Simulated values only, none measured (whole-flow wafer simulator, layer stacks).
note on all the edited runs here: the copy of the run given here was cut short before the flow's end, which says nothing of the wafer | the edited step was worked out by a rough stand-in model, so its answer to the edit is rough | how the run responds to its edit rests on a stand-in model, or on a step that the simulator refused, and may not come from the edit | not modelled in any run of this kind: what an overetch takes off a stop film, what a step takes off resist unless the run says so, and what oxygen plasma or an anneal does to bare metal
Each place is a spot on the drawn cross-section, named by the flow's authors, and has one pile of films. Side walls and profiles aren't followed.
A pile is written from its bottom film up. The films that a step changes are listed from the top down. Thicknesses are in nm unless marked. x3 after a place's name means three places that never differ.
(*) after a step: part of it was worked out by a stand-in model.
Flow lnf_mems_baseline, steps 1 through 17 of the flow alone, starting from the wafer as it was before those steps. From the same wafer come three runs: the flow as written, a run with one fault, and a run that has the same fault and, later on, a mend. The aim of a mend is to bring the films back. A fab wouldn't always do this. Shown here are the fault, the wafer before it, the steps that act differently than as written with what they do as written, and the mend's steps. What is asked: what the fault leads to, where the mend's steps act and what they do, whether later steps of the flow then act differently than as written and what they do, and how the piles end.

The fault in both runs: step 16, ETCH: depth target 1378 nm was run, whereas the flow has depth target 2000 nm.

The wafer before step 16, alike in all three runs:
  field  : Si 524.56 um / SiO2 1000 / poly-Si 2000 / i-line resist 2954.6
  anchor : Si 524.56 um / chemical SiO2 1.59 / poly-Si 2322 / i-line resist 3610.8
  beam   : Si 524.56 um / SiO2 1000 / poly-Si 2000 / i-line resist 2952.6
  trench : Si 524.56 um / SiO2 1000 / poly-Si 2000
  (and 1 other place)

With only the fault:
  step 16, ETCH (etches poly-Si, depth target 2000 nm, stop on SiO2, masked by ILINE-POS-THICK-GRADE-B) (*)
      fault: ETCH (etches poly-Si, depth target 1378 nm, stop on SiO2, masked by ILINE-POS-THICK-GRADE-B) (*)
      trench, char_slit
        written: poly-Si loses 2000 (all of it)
        fault: poly-Si loses 1378
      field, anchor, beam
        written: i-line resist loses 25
        fault: i-line resist loses 17.2
  Steps further on in the flow that do not act as written:
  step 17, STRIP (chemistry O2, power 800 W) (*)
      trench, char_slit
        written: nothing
        fault: chemical SiO2 gains 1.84 (new film), poly-Si loses 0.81
  By the end, the piles at trench, char_slit depart from the flow's by more than 2% or 0.5 nm, whichever is larger.
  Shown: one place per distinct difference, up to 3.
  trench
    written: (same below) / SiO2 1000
    fault: (same below) / SiO2 1000 / poly-Si 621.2 / chemical SiO2 1.84

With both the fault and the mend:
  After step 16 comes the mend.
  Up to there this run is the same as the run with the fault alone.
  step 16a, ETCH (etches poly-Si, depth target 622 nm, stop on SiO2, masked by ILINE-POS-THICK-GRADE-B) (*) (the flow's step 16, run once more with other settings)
      field, anchor, beam
        i-line resist loses 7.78
      trench, char_slit
        poly-Si loses 622 (all of it)
  Every later step of the flow that is run acts as written at every place that is followed.
  At every place that both follow, the piles at the end match the flow's.
